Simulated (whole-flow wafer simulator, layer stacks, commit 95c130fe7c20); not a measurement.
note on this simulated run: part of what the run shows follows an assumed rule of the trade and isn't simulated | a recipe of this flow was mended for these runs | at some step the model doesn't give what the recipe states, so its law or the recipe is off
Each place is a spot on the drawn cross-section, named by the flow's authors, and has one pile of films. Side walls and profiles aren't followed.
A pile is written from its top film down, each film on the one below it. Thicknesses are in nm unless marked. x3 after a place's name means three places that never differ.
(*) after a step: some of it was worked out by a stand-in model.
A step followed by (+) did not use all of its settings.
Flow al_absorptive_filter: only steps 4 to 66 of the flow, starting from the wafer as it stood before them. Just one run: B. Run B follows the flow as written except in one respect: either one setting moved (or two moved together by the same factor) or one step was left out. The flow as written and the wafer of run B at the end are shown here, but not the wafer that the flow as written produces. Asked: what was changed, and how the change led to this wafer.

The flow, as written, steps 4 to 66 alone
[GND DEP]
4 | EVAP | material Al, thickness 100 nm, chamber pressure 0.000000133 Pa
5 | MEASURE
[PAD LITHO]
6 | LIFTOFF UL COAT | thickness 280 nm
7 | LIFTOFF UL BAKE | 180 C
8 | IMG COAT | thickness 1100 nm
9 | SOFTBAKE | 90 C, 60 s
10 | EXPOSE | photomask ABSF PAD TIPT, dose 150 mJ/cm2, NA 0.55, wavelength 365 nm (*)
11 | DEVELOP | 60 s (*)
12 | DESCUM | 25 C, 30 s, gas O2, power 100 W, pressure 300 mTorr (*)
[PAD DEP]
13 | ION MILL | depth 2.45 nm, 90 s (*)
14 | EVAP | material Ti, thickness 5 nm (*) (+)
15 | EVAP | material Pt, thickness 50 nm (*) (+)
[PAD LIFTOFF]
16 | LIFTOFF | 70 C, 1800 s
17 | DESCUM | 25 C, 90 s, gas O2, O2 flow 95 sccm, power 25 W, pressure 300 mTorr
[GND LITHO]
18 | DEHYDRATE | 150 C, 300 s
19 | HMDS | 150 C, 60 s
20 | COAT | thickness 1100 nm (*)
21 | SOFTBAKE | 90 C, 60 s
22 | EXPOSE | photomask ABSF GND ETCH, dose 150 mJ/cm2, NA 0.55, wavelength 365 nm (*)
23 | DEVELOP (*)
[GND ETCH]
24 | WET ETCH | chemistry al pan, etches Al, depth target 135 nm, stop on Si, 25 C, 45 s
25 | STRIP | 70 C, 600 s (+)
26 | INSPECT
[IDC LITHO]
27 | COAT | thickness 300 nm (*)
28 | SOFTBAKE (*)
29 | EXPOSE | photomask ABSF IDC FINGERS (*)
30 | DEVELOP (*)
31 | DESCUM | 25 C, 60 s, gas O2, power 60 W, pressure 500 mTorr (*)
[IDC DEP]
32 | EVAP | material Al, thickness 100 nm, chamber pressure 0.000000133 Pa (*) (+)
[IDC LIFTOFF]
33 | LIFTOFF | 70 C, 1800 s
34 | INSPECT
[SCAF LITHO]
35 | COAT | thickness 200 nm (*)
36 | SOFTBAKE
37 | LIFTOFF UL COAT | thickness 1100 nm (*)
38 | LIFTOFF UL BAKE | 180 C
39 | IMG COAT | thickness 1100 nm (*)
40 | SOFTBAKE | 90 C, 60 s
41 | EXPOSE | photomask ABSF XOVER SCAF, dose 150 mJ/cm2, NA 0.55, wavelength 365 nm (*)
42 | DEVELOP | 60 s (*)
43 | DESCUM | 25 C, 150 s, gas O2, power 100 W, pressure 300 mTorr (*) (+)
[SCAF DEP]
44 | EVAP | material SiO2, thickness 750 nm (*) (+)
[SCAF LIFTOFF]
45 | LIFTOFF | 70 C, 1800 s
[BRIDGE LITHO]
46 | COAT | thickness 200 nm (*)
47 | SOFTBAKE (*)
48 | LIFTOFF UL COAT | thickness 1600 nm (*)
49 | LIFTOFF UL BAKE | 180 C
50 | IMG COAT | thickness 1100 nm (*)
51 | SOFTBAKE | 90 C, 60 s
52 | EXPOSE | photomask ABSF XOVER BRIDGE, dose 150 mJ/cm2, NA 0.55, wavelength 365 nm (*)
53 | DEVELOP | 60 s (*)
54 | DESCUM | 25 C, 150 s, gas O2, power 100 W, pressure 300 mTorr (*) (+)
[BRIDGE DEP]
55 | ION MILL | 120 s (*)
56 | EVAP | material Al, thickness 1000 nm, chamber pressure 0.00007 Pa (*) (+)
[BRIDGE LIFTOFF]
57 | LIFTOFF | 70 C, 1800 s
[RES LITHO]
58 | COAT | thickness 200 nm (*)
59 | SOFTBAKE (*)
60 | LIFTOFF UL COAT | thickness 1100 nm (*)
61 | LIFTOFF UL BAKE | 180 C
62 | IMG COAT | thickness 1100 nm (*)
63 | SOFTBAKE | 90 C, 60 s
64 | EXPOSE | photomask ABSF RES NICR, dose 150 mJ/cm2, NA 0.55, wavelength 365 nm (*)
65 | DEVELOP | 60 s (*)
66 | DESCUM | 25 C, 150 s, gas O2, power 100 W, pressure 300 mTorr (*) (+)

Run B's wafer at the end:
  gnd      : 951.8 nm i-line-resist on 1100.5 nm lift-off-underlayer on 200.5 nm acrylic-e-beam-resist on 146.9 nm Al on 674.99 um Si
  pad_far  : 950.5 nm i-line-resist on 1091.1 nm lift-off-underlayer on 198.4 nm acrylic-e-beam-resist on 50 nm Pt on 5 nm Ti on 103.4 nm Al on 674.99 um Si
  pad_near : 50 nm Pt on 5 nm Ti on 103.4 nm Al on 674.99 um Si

The reason: step 4, EVAP: thickness 146.9 nm was run, while the flow as written has thickness 100 nm.
The wafer lets one read it off: gnd has Al 146.9, and step 4 as written asks for 100 nm.

Step by step, how the change led to this:
  4 | EVAP | material Al, thickness 100 nm, chamber pressure 0.000000133 Pa
      gnd, pad_far, pad_near and 11 more: Al gains 146.9 (new film) (in the flow as written it would be: Al gains 100 (new film))
  24 | WET ETCH | chemistry al pan, etches Al, depth target 135 nm, stop on Si, 25 C, 45 s
      res, xl_gap, idc_field, idc_line, idc_space: Al loses 133.6 (all of it) (in the flow as written it would be: Al loses 86.7 (all of it))
  27 | COAT | thickness 300 nm (*)
      ledge: e-beam-resist gains 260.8 (new film) (in the flow as written it would be: e-beam-resist gains 274.4 (new film))
      res: e-beam-resist gains 371.3 (new film) (in the flow as written it would be: e-beam-resist gains 349.6 (new film))
      (and at 2 other places as well)
  33 | LIFTOFF | 70 C, 1800 s
      ledge: Al loses 100 (all of it), e-beam-resist loses 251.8 (all of it) (in the flow as written it would be: Al loses 100 (all of it), e-beam-resist loses 265.3 (all of it))
      res: Al loses 100 (all of it), e-beam-resist loses 362.3 (all of it) (in the flow as written it would be: Al loses 100 (all of it), e-beam-resist loses 340.6 (all of it))
      (and at 2 other places as well)
  35 | COAT | thickness 200 nm (*)
      ledge: acrylic-e-beam-resist gains 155 (new film) (in the flow as written it would be: acrylic-e-beam-resist gains 169.8 (new film))
      res: acrylic-e-beam-resist gains 243.4 (new film) (in the flow as written it would be: acrylic-e-beam-resist gains 231.4 (new film))
      (and at 2 other places as well)
  43 | DESCUM | 25 C, 150 s, gas O2, power 100 W, pressure 300 mTorr (*) (+)
      gnd, pad_far, pad_near and 7 more: i-line-resist loses 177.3 (in the flow as written it would be: i-line-resist loses 159.6)
      xl_gap: acrylic-e-beam-resist loses 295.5 (all of it) (in the flow as written it would be: acrylic-e-beam-resist loses 265.9 (all of it))
      (and at 1 other place as well)
  45 | LIFTOFF | 70 C, 1800 s
      ledge: SiO2 loses 750 (all of it), i-line-resist loses 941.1 (all of it), lift-off-underlayer loses 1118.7 (all of it), acrylic-e-beam-resist loses 155 (all of it) (in the flow as written it would be: SiO2 loses 750 (all of it), i-line-resist loses 952.1 (all of it), lift-off-underlayer loses 1114 (all of it), acrylic-e-beam-resist loses 169.8 (all of it))
      res: SiO2 loses 750 (all of it), i-line-resist loses 946.8 (all of it), lift-off-underlayer loses 1171.6 (all of it), acrylic-e-beam-resist loses 243.4 (all of it) (in the flow as written it would be: SiO2 loses 750 (all of it), i-line-resist loses 956.3 (all of it), lift-off-underlayer loses 1148.2 (all of it), acrylic-e-beam-resist loses 231.4 (all of it))
  46 | COAT | thickness 200 nm (*)
      ledge: acrylic-e-beam-resist gains 155 (new film) (in the flow as written it would be: acrylic-e-beam-resist gains 169.8 (new film))
      res: acrylic-e-beam-resist gains 243.4 (new film) (in the flow as written it would be: acrylic-e-beam-resist gains 231.4 (new film))
      (and at 2 other places as well)
  54 | DESCUM | 25 C, 150 s, gas O2, power 100 W, pressure 300 mTorr (*) (+)
      xl_gap: acrylic-e-beam-resist loses 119 (all of it) (in the flow as written it would be: acrylic-e-beam-resist loses 97.9 (all of it))
      xl_turn: acrylic-e-beam-resist loses 135.1 (all of it) (in the flow as written it would be: acrylic-e-beam-resist loses 141.8 (all of it))
  57 | LIFTOFF | 70 C, 1800 s
      ledge: Al loses 1000 (all of it), i-line-resist loses 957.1 (all of it), lift-off-underlayer loses 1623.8 (all of it), acrylic-e-beam-resist loses 155 (all of it) (in the flow as written it would be: Al loses 1000 (all of it), i-line-resist loses 951.7 (all of it), lift-off-underlayer loses 1617.2 (all of it), acrylic-e-beam-resist loses 169.8 (all of it))
      res: Al loses 1000 (all of it), i-line-resist loses 960.6 (all of it), lift-off-underlayer loses 1679.1 (all of it), acrylic-e-beam-resist loses 243.4 (all of it) (in the flow as written it would be: Al loses 1000 (all of it), i-line-resist loses 954.3 (all of it), lift-off-underlayer loses 1653.2 (all of it), acrylic-e-beam-resist loses 231.4 (all of it))
  58 | COAT | thickness 200 nm (*)
      ledge: acrylic-e-beam-resist gains 155 (new film) (in the flow as written it would be: acrylic-e-beam-resist gains 169.8 (new film))
      res: acrylic-e-beam-resist gains 243.4 (new film) (in the flow as written it would be: acrylic-e-beam-resist gains 231.4 (new film))
      (and at 2 other places as well)
  60 | LIFTOFF UL COAT | thickness 1100 nm (*)
      xl_gap: lift-off-underlayer gains 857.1 (new film) (in the flow as written it would be: lift-off-underlayer gains 831.4 (new film))
  66 | DESCUM | 25 C, 150 s, gas O2, power 100 W, pressure 300 mTorr (*) (+)
      gnd, pad_far, xa_field and 8 more: i-line-resist loses 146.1 (in the flow as written it would be: i-line-resist loses 138.9)
      ledge: acrylic-e-beam-resist loses 155 (all of it) (in the flow as written it would be: acrylic-e-beam-resist loses 169.8 (all of it))
      (and at 1 other place as well)
